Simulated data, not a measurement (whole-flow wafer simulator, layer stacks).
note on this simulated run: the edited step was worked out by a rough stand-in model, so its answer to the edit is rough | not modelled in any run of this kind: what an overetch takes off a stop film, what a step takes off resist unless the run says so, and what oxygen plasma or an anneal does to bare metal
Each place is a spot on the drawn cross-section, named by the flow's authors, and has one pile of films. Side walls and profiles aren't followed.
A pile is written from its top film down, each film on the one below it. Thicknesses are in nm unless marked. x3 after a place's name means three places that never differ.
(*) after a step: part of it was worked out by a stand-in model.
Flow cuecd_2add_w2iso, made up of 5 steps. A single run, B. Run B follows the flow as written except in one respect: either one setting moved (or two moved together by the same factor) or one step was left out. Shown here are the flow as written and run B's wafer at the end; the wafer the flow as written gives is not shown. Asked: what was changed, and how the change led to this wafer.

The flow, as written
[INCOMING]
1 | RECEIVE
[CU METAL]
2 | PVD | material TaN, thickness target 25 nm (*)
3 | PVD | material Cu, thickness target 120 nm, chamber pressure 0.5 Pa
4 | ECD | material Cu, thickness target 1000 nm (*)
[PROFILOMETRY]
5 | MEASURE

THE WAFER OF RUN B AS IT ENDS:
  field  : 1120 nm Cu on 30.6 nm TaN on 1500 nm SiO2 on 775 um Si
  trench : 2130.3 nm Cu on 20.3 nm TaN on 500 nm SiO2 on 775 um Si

What caused this: step 2, PVD: thickness target 30.6 nm was run, while the flow as written has thickness target 25 nm.
The wafer itself shows it: field has TaN 30.6, and step 2 as written asks for 25 nm.

Step by step, how the change led to this:
  2 | PVD | material TaN, thickness target 25 nm (*)
      field: TaN gains 30.6 (new film) (as written it would have been: TaN gains 25 (new film))
      trench: TaN gains 20.3 (new film) (as written it would have been: TaN gains 16.6 (new film))
